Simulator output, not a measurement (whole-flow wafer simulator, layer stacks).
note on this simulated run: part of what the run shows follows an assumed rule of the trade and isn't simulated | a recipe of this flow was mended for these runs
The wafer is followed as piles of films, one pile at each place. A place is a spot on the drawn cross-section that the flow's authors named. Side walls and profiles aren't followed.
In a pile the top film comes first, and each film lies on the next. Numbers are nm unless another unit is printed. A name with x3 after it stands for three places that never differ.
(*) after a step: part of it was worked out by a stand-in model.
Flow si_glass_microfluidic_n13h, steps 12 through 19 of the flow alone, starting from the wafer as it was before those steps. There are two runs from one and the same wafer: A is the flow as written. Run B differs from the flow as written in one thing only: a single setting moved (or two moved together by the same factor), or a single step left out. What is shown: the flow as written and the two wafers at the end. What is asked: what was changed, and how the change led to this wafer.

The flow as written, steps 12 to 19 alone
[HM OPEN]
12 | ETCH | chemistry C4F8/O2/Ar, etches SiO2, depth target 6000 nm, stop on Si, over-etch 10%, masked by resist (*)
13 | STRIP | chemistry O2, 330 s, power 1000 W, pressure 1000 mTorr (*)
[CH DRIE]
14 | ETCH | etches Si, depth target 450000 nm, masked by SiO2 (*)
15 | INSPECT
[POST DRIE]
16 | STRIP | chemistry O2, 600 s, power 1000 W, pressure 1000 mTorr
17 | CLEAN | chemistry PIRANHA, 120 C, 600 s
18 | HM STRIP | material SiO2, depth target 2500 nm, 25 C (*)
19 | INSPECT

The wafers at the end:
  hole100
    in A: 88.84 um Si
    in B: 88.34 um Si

What caused this: step 12, ETCH: depth target 9600 nm was run, though the flow has depth target 6000 nm.

How this came from the change, step by step:
  12 | ETCH | chemistry C4F8/O2/Ar, etches SiO2, depth target 6000 nm, stop on Si, over-etch 10%, masked by resist (*)
      land: A thick-i-line-resist loses 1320 | B thick-i-line-resist loses 2112
      hole100: A SiO2 loses 6000 (all of it), Si loses 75 | B SiO2 loses 6000 (all of it), Si loses 570
  13 | STRIP | chemistry O2, 330 s, power 1000 W, pressure 1000 mTorr (*)
      land: A thick-i-line-resist loses 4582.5 (all of it) | B thick-i-line-resist loses 3790.5 (all of it)
